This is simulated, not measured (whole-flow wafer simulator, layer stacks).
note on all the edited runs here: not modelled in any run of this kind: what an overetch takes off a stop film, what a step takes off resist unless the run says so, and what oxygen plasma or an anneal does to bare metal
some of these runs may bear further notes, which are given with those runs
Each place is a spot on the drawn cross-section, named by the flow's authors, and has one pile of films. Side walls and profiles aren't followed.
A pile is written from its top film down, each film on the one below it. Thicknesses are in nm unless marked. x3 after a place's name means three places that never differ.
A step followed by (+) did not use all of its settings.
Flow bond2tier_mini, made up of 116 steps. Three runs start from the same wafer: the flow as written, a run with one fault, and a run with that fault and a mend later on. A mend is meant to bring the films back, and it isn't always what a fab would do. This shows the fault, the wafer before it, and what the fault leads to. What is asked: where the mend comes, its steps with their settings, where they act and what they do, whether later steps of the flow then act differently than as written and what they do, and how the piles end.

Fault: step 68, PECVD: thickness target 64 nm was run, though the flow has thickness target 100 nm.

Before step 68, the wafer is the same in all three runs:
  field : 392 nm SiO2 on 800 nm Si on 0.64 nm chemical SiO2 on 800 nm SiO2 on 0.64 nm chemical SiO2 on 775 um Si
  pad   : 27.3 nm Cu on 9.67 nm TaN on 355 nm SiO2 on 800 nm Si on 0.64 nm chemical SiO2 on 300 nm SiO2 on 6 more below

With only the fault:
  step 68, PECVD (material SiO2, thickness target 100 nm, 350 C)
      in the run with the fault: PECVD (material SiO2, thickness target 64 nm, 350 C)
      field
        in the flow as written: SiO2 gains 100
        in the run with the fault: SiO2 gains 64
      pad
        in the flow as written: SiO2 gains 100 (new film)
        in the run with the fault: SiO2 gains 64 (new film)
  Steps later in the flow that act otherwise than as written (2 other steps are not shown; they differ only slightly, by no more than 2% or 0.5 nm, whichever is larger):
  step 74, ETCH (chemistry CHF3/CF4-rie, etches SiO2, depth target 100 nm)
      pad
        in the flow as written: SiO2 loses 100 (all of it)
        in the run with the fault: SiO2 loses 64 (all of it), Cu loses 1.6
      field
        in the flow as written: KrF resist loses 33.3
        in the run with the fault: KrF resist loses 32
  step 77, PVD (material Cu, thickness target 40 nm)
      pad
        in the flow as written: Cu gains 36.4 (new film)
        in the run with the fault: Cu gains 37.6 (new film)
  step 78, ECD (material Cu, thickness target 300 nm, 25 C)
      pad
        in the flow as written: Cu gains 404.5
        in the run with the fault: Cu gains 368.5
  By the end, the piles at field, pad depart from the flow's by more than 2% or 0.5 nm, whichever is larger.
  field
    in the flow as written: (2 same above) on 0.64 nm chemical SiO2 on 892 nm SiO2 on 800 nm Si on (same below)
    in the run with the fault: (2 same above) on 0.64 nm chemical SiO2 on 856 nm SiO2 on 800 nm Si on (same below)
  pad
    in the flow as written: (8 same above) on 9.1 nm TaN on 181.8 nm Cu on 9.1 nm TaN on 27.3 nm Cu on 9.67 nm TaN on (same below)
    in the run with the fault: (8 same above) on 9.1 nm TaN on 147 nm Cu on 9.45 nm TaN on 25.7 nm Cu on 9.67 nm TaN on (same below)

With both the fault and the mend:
  The mend follows step 73.
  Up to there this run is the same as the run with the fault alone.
  step 73a, STRIP (chemistry O2, over-ash 100%) (+)
      field
        KrF resist loses 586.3 (all of it)
  step 73b, PECVD (material SiO2, thickness target 36 nm, 350 C) (the flow's step 68, run once more with other settings)
      field, pad
        SiO2 gains 36
  step 73c, COAT (KrF resist, thickness 600 nm) (the flow's step 69, run once more)
      field, pad
        KrF resist gains 600 (new film)
  step 73d, SOFTBAKE (KrF resist) (the flow's step 70, run once more)
      leaves every film unchanged at each place that is followed
  step 73e, EXPOSE (photomask T2PAD, NA 0.6) (the flow's step 71, run once more)
      leaves every film unchanged at each place that is followed
  step 73f, PEB (KrF resist) (the flow's step 72, run once more)
      leaves every film unchanged at each place that is followed
  step 73g, DEVELOP (developer TMAH-0.26N, 60 s) (the flow's step 73, run once more)
      field
        KrF resist loses 13.7
      pad
        KrF resist loses 600 (all of it)
  Every later step of the flow that is run acts as written at every place that is followed.
  At every place that both follow, the piles at the end match the flow's.
